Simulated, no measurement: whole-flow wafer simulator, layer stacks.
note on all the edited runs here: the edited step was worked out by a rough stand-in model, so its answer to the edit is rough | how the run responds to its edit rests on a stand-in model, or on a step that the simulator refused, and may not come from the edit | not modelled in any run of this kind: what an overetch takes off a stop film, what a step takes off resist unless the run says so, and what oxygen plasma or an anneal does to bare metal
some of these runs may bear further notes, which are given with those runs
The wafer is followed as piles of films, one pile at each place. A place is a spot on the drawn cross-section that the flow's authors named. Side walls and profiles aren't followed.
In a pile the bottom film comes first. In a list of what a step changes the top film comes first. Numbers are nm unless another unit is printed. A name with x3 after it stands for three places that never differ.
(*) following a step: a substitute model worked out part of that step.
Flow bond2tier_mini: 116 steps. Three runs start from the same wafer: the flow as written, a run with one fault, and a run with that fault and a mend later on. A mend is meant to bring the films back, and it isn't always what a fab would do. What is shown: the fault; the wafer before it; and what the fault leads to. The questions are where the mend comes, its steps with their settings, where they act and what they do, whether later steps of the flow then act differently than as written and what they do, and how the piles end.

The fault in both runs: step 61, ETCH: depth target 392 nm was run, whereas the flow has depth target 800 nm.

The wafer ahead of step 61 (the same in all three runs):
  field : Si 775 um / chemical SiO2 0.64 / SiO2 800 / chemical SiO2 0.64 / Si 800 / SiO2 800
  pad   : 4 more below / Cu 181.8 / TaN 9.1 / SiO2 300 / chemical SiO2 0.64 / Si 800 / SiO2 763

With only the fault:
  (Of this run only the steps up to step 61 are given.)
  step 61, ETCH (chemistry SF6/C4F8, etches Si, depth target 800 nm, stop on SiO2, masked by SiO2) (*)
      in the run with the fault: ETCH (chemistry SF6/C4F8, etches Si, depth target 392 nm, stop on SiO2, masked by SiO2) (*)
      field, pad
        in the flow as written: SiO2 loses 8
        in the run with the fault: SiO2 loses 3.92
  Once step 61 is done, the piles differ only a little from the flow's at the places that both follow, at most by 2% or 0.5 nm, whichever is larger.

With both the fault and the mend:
  After step 61 comes the mend.
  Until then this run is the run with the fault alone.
  step 61a, ETCH (chemistry SF6/C4F8, etches Si, depth target 408 nm, stop on SiO2, masked by SiO2) (*) (the flow's step 61 again, with other settings)
      field, pad
        SiO2 loses 4.08
  Every later step of the flow that is run acts as written at every place that is followed.
  By the end, the piles equal the flow's at every place that both follow.
